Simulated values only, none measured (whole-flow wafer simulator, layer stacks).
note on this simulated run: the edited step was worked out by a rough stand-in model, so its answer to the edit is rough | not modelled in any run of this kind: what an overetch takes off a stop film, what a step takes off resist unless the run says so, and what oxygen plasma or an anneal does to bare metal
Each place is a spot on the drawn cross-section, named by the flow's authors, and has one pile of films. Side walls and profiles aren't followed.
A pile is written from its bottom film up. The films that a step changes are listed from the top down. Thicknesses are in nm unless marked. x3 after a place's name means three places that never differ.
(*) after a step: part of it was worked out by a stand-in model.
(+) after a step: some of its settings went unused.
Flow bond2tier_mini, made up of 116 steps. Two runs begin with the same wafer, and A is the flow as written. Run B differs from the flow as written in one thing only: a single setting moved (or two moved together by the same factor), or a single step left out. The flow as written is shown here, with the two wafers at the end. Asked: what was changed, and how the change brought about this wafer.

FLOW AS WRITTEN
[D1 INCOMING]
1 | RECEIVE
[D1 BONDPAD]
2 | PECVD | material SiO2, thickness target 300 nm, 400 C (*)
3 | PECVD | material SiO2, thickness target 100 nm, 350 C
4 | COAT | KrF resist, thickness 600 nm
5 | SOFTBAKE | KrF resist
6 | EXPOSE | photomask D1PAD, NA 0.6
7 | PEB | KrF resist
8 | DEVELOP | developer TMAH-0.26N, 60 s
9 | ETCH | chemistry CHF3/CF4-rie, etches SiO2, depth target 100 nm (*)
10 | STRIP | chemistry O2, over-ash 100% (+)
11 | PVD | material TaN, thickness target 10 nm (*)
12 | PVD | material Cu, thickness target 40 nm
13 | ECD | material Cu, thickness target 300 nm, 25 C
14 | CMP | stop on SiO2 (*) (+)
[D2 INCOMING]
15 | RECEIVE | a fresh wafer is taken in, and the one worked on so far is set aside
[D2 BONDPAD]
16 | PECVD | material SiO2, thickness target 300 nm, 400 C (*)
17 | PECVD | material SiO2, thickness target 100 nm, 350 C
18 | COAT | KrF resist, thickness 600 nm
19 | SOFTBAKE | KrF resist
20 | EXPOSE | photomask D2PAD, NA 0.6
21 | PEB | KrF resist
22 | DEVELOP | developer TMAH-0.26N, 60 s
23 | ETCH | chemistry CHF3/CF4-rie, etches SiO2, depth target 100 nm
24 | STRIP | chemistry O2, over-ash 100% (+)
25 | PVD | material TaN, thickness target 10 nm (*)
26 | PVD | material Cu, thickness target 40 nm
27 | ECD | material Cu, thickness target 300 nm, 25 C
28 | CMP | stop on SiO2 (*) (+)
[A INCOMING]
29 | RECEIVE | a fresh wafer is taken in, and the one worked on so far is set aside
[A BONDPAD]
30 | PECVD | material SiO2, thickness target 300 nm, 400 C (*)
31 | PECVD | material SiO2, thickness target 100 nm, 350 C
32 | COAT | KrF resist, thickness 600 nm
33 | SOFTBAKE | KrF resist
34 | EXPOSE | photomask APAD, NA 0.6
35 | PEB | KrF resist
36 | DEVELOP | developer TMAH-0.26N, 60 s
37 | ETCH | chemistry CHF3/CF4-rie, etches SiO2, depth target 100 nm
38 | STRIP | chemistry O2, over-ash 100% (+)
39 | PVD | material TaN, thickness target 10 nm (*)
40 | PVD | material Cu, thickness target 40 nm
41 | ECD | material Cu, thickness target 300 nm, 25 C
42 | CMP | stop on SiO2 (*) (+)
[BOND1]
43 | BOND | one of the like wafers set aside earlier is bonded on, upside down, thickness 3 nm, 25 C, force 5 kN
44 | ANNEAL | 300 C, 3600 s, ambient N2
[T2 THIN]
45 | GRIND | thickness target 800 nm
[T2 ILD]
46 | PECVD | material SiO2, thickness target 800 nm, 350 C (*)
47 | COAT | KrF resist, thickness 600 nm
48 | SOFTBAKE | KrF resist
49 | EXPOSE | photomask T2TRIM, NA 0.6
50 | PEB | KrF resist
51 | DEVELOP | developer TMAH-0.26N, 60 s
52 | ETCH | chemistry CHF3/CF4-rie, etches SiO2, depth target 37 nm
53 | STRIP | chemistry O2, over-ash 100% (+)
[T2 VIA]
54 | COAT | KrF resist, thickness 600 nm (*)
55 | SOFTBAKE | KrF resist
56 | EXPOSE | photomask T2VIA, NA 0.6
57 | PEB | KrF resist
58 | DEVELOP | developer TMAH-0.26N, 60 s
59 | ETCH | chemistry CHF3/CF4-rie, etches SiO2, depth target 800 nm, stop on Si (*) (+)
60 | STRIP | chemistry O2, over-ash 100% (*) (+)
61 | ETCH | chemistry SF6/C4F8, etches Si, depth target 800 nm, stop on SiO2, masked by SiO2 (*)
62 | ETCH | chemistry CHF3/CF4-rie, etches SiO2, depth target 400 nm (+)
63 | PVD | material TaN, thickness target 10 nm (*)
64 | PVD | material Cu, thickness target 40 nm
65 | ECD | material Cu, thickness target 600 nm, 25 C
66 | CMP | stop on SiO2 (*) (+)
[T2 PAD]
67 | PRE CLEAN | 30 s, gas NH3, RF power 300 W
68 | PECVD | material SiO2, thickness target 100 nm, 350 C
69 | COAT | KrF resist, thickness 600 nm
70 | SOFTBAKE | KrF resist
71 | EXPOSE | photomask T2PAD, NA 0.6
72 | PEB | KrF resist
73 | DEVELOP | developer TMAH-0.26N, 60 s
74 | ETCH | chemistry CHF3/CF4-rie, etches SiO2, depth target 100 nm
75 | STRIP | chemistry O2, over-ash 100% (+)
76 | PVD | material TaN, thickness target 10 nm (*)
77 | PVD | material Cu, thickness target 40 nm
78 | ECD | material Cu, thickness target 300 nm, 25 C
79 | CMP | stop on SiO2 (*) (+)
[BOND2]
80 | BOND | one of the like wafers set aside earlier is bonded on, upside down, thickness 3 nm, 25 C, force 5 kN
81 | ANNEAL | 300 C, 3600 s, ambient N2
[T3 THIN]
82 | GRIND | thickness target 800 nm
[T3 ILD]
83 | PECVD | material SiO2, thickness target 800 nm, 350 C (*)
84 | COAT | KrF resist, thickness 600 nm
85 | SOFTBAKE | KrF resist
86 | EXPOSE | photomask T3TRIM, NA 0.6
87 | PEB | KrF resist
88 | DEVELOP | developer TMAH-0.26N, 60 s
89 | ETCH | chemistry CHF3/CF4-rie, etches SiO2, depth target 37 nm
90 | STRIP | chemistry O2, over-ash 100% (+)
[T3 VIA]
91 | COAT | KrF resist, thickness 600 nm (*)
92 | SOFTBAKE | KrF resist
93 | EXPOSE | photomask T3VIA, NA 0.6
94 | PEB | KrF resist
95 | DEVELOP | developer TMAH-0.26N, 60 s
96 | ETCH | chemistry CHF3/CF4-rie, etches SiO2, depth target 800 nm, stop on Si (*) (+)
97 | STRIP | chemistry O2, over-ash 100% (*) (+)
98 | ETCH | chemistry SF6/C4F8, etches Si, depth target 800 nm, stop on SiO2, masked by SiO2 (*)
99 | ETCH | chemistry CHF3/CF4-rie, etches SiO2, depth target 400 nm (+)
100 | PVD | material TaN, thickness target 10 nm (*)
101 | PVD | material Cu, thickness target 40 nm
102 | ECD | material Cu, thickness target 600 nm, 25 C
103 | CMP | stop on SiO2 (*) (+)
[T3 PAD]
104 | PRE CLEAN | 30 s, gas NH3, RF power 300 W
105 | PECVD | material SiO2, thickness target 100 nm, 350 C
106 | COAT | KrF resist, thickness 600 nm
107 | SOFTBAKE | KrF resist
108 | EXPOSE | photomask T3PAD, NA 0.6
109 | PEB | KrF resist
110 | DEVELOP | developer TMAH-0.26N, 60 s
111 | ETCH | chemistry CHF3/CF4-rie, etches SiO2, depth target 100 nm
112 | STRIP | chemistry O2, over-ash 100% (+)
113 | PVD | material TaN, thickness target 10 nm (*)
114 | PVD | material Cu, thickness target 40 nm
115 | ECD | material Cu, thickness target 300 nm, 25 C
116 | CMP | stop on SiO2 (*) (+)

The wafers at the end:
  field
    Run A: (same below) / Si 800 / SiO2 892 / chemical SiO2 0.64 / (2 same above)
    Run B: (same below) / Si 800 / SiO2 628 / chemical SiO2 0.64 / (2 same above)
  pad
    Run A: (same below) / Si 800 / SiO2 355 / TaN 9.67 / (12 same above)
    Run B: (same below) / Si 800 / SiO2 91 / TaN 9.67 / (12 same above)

The reason: step 46, PECVD: thickness target 536 nm was run, whereas the flow has thickness target 800 nm.

How this came from the change, step by step:
  46 | PECVD | material SiO2, thickness target 800 nm, 350 C (*)
      field, pad, via: A +800 SiO2 (new film) | B +536 SiO2 (new film)
  59 | ETCH | chemistry CHF3/CF4-rie, etches SiO2, depth target 800 nm, stop on Si (*) (+)
      field, pad: A -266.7 KrF resist | B -249.5 KrF resist
      via: A -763 SiO2 (all of it) | B -499 SiO2 (all of it)
  60 | STRIP | chemistry O2, over-ash 100% (*) (+)
      field: A -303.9 KrF resist (all of it) | B -321.1 KrF resist (all of it)
      pad: A -336 KrF resist (all of it) | B -353.1 KrF resist (all of it)
